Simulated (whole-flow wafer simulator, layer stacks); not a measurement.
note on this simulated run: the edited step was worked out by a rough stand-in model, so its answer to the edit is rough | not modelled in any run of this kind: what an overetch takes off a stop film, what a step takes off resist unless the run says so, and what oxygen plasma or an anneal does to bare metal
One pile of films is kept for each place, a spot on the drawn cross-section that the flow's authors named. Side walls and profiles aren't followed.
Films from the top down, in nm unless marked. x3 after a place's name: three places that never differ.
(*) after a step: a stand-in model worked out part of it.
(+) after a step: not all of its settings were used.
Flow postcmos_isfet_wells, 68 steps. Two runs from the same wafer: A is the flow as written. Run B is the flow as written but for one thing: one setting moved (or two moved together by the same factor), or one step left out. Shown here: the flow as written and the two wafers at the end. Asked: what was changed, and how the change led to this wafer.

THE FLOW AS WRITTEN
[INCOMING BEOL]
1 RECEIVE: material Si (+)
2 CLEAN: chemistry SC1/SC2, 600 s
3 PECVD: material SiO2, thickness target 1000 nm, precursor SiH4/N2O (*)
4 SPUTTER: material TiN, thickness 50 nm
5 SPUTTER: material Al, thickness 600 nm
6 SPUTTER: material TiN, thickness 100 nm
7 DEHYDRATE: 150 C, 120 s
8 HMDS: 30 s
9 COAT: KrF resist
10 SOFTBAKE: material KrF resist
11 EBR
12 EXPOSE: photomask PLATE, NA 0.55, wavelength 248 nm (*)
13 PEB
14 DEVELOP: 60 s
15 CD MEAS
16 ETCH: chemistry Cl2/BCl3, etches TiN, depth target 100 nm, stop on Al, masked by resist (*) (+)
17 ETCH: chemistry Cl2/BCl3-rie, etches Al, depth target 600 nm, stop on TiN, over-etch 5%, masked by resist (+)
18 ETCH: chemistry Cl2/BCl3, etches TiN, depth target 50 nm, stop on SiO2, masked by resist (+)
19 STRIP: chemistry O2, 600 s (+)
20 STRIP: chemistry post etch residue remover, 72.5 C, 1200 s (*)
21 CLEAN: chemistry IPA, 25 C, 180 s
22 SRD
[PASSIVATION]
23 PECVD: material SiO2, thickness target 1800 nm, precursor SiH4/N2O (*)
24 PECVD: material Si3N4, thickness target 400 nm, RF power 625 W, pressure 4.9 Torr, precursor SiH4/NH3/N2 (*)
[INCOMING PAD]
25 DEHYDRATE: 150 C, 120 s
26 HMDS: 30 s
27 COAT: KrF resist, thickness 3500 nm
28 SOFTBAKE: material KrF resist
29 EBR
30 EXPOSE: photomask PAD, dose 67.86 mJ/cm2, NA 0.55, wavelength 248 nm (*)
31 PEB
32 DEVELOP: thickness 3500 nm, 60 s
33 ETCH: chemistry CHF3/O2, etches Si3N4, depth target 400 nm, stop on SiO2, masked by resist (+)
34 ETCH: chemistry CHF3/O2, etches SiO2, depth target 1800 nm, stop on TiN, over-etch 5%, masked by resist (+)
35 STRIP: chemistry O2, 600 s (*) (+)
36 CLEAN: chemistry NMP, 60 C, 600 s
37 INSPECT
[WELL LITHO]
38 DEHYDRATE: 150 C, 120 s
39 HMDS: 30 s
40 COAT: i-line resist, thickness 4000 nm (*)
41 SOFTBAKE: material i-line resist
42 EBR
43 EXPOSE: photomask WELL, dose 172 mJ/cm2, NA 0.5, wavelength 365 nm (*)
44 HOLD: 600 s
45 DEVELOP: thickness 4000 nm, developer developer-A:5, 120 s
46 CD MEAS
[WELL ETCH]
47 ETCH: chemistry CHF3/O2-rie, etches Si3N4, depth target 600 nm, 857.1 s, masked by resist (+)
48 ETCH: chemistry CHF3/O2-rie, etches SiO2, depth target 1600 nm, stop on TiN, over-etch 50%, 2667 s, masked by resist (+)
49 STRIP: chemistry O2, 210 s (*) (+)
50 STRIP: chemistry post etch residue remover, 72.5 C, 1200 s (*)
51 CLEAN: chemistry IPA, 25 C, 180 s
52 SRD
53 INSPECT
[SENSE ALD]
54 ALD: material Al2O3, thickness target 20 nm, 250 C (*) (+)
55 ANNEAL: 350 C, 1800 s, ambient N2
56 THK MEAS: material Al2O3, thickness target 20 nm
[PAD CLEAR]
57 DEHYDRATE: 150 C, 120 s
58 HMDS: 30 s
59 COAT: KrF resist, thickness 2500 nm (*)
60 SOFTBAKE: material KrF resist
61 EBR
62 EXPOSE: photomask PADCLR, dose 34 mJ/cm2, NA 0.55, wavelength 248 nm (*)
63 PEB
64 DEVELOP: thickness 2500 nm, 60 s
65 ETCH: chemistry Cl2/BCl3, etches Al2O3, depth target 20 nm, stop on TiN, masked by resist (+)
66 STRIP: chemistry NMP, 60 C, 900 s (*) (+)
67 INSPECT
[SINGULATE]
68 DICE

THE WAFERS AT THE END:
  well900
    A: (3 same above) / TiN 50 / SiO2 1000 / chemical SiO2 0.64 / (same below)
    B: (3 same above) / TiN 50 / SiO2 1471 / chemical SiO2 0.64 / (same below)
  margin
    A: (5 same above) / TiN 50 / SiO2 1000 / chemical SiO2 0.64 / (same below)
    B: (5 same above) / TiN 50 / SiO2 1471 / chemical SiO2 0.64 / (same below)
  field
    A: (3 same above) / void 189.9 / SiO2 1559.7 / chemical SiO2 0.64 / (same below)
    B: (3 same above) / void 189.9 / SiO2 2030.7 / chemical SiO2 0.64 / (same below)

The cause: step 3, PECVD: thickness target 1471 nm was run, where the flow has thickness target 1000 nm.
It can be read off the wafer: well900 has SiO2 1471, and step 3 as written asks for 1000 nm.

How the change led to this, step by step:
  3 PECVD: material SiO2, thickness target 1000 nm, precursor SiH4/N2O (*)
      field, margin, well900, well1300 x3, pad_rim, pad_clr, pad_open: A SiO2 +1000 (new film) | B SiO2 +1471 (new film)
